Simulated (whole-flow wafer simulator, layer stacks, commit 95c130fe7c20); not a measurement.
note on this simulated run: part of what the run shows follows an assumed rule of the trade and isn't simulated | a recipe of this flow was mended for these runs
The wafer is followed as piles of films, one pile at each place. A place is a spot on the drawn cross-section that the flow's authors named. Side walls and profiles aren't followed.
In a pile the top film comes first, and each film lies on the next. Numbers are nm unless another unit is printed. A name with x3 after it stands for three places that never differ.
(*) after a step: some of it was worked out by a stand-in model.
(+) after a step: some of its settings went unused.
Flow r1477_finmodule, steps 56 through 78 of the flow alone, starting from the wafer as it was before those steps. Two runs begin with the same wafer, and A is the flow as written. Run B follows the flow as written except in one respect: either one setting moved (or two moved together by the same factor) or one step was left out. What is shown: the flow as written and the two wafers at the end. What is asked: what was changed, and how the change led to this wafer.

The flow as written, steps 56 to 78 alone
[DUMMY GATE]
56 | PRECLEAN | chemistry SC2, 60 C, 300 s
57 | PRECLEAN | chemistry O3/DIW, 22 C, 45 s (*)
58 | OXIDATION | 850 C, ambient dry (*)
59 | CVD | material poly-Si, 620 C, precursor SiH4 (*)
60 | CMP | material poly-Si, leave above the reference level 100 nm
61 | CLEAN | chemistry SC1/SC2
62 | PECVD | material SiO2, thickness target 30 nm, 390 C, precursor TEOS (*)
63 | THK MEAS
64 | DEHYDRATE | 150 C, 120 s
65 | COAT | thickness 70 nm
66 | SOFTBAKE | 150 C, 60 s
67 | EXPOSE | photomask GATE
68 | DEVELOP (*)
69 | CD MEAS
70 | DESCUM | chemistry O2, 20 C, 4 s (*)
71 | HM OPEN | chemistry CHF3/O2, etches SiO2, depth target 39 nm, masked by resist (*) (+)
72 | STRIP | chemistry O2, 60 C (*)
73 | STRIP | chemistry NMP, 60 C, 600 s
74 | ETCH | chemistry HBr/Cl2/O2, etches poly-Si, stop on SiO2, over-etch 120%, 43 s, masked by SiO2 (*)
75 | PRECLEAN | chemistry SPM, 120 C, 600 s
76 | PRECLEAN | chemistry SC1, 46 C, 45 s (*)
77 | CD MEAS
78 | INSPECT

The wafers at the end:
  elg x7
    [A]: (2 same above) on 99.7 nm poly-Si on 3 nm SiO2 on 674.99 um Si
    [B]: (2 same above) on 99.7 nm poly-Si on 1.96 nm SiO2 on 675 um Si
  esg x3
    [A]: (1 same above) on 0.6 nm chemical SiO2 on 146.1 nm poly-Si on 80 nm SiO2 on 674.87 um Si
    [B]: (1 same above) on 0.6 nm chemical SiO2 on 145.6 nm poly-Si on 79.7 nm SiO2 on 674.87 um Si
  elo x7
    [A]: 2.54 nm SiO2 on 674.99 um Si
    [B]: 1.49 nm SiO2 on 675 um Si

Cause: step 58, OXIDATION: 819 C was run, while the flow as written has 850 C.

How this came from the change, step by step:
  58 | OXIDATION | 850 C, ambient dry (*)
      elg x7, elo x7: A SiO2 gains 3 (new film), chemical SiO2 loses 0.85 (all of it), Si loses 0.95 | B SiO2 gains 1.96 (new film), chemical SiO2 loses 0.85 (all of it), Si loses 0.49
